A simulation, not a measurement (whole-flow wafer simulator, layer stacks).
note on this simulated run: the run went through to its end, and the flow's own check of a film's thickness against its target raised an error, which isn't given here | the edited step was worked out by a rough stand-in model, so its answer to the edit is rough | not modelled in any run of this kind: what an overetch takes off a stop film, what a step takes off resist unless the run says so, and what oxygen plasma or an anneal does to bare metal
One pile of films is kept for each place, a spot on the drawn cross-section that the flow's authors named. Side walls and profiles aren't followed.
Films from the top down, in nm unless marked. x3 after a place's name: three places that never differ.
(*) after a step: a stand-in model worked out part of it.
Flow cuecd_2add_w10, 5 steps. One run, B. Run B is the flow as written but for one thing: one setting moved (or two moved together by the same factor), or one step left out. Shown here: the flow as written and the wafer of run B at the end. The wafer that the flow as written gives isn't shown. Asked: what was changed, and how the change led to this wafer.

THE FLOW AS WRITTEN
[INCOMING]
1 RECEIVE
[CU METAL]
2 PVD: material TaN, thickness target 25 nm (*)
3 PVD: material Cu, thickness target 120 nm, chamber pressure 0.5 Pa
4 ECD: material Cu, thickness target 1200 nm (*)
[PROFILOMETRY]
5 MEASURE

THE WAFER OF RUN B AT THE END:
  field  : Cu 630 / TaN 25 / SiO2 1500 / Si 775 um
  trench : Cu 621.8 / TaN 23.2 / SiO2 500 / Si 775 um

The cause: step 4, ECD: thickness target 510 nm was run, where the flow has thickness target 1200 nm.

How the change led to this, step by step:
  4 ECD: material Cu, thickness target 1200 nm (*)
      field, trench: Cu +510 (as written it would be: Cu +1200)
